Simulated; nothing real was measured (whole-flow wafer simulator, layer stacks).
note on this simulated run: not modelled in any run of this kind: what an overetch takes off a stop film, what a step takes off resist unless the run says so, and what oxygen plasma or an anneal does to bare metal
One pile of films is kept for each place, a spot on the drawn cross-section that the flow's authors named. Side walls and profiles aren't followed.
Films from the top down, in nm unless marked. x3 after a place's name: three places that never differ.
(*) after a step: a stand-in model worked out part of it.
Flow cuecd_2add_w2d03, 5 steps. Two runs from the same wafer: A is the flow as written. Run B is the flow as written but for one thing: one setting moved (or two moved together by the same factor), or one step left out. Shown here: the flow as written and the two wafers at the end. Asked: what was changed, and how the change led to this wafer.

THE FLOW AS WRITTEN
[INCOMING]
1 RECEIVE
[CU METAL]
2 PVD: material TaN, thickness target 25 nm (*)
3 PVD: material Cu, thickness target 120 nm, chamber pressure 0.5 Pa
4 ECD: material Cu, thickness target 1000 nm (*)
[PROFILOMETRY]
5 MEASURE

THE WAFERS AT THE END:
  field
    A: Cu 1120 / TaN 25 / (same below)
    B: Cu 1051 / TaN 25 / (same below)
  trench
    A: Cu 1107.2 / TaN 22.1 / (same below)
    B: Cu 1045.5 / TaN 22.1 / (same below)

The cause: step 3, PVD: thickness target 51 nm was run, where the flow has thickness target 120 nm.

How the change led to this, step by step:
  3 PVD: material Cu, thickness target 120 nm, chamber pressure 0.5 Pa
      field: A Cu +120 (new film) | B Cu +51 (new film)
      trench: A Cu +107.2 (new film) | B Cu +45.5 (new film)
